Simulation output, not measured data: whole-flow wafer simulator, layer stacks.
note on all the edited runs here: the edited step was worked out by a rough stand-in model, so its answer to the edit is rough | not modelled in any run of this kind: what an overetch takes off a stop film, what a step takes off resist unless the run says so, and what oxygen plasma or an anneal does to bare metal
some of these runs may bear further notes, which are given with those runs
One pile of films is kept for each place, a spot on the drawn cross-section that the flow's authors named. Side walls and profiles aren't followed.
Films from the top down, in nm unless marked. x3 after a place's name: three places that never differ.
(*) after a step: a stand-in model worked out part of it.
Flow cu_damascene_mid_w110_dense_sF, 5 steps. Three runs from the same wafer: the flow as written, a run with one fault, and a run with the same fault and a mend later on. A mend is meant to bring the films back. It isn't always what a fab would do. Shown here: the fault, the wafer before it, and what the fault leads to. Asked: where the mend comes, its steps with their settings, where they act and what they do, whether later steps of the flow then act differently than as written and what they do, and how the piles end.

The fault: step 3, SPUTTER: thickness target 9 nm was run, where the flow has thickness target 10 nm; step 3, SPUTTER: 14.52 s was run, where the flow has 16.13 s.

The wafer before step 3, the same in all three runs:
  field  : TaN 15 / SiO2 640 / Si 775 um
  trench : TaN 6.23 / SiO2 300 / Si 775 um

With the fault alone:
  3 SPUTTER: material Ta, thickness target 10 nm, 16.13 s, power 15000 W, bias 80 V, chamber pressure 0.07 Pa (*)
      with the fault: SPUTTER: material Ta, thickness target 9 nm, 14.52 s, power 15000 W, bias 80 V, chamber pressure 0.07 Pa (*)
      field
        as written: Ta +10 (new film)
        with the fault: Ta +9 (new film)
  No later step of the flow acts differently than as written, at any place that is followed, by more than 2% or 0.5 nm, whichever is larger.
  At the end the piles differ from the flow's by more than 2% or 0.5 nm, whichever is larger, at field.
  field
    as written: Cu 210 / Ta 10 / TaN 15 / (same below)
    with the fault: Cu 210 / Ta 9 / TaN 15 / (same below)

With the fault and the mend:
  The mend comes after step 3.
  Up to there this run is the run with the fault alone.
  3a SPUTTER: material Ta, thickness target 1 nm, 1.613 s, power 15000 W, bias 80 V, chamber pressure 0.07 Pa (*) (the flow's step 3 once more, with other settings)
      field
        Ta +1
      trench
        Ta +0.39
  No later step of the flow acts differently than as written at any place that is followed.
  At the end the piles differ from the flow's only slightly at the places that both follow, by at most 2% or 0.5 nm, whichever is larger.
